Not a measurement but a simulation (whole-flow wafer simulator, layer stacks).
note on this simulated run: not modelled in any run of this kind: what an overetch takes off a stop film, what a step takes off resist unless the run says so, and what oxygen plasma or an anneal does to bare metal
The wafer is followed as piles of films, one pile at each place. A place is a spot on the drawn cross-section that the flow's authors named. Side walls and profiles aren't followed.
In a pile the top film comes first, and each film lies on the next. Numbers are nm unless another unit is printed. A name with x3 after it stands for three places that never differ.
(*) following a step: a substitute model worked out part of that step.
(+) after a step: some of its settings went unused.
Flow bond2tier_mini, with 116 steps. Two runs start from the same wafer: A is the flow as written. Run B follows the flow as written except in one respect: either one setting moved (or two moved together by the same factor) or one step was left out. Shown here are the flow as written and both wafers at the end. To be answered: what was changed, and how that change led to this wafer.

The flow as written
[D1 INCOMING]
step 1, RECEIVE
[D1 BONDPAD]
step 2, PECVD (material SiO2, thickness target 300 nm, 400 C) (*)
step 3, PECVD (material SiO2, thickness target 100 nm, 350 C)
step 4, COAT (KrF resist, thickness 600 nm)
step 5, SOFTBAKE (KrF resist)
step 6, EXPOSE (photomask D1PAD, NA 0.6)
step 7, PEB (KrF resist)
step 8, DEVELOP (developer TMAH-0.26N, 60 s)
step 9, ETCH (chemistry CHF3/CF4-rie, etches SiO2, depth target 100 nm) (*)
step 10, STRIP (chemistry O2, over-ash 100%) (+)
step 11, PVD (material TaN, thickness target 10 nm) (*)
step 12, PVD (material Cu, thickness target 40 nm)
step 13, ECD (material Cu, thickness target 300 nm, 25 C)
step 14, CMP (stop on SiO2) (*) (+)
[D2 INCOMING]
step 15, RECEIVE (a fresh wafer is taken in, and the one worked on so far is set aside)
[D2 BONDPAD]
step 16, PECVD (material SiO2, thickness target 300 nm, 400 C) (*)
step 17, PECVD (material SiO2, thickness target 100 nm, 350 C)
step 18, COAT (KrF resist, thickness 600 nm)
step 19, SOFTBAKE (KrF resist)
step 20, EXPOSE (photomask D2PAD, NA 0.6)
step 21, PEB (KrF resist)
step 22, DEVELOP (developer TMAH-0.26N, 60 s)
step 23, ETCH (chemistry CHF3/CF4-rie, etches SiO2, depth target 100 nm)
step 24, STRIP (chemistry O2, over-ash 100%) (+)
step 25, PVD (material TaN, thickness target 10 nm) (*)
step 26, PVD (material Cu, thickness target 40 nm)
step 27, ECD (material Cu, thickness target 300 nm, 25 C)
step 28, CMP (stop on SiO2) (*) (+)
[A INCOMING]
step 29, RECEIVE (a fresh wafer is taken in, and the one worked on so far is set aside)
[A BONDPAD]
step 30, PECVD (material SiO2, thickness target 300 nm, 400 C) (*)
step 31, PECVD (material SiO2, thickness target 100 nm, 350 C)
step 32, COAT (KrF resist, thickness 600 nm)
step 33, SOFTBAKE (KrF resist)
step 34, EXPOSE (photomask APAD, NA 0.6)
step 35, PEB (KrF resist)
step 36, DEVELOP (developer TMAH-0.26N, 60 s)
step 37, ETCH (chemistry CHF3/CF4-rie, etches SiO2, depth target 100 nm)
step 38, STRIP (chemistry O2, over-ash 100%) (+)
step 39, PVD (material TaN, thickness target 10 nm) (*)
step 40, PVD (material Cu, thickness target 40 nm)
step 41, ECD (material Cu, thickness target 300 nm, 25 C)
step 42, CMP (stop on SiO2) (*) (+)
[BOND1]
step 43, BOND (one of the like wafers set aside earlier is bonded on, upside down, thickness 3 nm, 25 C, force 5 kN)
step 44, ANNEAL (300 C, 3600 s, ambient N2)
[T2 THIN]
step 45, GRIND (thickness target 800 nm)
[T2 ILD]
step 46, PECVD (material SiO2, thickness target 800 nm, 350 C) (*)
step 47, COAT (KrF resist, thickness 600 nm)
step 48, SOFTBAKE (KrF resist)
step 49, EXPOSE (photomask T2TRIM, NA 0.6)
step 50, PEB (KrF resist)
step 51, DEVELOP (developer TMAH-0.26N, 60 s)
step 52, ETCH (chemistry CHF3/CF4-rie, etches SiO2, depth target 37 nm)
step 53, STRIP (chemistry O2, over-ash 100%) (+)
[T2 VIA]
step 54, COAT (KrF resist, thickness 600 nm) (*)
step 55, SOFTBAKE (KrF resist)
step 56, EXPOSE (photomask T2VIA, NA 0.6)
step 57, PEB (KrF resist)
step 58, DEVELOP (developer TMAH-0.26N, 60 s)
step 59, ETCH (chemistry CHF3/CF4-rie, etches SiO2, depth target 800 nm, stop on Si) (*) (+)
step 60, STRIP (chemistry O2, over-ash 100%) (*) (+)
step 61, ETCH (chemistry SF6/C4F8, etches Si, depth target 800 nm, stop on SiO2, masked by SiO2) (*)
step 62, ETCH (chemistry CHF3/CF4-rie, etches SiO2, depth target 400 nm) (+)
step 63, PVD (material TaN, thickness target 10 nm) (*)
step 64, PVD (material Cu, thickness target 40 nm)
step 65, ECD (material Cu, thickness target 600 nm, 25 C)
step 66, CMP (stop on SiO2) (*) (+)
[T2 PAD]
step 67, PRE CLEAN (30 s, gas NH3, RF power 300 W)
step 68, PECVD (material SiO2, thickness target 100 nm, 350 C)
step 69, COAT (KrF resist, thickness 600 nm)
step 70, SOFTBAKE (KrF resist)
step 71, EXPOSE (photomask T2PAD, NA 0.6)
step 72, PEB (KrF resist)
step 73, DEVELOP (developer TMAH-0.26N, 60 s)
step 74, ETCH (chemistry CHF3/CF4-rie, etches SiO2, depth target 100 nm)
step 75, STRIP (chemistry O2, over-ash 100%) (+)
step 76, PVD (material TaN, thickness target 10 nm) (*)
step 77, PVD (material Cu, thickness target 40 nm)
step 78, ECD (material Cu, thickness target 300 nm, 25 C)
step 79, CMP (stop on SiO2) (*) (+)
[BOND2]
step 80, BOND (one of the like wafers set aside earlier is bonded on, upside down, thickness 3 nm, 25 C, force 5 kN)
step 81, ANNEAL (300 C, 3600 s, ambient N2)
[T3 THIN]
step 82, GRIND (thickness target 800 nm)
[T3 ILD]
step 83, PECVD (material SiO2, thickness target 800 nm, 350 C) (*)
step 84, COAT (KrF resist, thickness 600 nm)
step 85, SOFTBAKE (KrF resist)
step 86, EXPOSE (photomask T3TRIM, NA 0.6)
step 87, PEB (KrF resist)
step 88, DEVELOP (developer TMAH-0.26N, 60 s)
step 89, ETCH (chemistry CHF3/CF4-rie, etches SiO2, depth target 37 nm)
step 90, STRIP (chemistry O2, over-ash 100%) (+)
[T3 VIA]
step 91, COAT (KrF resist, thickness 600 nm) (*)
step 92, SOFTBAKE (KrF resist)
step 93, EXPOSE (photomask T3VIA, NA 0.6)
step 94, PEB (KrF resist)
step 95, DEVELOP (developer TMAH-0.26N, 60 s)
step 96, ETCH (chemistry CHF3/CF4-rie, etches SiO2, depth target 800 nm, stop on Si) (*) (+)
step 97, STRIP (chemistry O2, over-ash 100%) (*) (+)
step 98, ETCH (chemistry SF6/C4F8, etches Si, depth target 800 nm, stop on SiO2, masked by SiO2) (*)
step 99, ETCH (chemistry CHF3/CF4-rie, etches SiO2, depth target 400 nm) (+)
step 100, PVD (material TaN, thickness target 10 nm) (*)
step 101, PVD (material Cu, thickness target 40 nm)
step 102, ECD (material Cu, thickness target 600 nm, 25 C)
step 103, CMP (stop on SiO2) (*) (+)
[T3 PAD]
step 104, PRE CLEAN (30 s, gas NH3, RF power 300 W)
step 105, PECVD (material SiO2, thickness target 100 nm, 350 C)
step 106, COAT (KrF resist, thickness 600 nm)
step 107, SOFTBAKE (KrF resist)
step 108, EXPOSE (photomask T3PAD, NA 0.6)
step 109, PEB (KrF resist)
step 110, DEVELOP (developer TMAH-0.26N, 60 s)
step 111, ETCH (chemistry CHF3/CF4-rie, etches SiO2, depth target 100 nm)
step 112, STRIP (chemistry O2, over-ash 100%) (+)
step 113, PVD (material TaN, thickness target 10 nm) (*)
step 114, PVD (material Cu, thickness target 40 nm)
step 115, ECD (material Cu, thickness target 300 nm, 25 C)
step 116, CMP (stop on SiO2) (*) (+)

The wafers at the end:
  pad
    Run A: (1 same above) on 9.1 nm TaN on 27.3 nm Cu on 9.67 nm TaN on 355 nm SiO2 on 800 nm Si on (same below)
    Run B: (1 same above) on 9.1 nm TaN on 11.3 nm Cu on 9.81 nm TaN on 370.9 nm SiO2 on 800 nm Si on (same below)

Cause: step 89, ETCH: depth target 21.1 nm was run, while the flow as written has depth target 37 nm.

How this came from the change, step by step:
  step 89, ETCH (chemistry CHF3/CF4-rie, etches SiO2, depth target 37 nm)
      field: A -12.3 KrF resist | B -7.03 KrF resist
      pad: A -37 SiO2 | B -21.1 SiO2
  step 97, STRIP (chemistry O2, over-ash 100%) (*) (+)
      field: A -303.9 KrF resist (all of it) | B -310.6 KrF resist (all of it)
      pad: A -336 KrF resist (all of it) | B -328.9 KrF resist (all of it)
  step 102, ECD (material Cu, thickness target 600 nm, 25 C)
      pad: A +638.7 Cu | B +622 Cu
